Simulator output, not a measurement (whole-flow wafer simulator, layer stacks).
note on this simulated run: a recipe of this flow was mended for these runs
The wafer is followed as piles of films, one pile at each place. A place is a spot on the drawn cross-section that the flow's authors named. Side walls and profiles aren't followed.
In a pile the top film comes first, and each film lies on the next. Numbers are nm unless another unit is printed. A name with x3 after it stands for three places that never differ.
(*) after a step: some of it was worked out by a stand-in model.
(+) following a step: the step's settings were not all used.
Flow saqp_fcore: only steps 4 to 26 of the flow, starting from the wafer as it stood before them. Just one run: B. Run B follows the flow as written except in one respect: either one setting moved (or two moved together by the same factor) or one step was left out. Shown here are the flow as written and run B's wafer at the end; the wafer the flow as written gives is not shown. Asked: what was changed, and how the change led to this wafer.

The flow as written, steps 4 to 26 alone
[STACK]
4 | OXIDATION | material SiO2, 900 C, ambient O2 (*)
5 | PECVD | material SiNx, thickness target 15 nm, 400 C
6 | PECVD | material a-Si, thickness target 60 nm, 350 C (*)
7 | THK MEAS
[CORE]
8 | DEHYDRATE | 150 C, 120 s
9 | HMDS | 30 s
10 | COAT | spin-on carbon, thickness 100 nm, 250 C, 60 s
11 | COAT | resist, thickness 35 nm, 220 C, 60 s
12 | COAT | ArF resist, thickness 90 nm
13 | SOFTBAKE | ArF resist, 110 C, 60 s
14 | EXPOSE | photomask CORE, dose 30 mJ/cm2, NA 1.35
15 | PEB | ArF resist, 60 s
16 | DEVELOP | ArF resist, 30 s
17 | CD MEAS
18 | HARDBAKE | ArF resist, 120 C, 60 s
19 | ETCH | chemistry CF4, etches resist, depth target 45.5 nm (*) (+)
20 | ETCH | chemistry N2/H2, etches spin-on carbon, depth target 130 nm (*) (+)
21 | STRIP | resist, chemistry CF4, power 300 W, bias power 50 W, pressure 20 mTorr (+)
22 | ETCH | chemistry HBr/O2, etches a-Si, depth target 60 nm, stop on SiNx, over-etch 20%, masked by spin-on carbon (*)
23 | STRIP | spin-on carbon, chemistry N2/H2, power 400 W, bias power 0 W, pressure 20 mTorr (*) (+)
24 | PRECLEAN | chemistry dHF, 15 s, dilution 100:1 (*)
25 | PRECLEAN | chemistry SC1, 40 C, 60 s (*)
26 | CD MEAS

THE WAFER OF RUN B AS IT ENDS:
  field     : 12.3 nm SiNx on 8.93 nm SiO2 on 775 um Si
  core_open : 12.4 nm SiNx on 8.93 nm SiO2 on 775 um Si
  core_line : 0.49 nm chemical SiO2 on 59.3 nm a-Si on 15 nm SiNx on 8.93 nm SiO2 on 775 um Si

The reason: step 4, OXIDATION: 888 C was run, whereas the flow has 900 C.

Step by step, how the change led to this:
  4 | OXIDATION | material SiO2, 900 C, ambient O2 (*)
      field, core_open, core_line: SiO2 gains 8.93 (new film), chemical SiO2 loses 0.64 (all of it), Si loses 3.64 (in the flow as written it would be: SiO2 gains 10 (new film), chemical SiO2 loses 0.64 (all of it), Si loses 4.12)
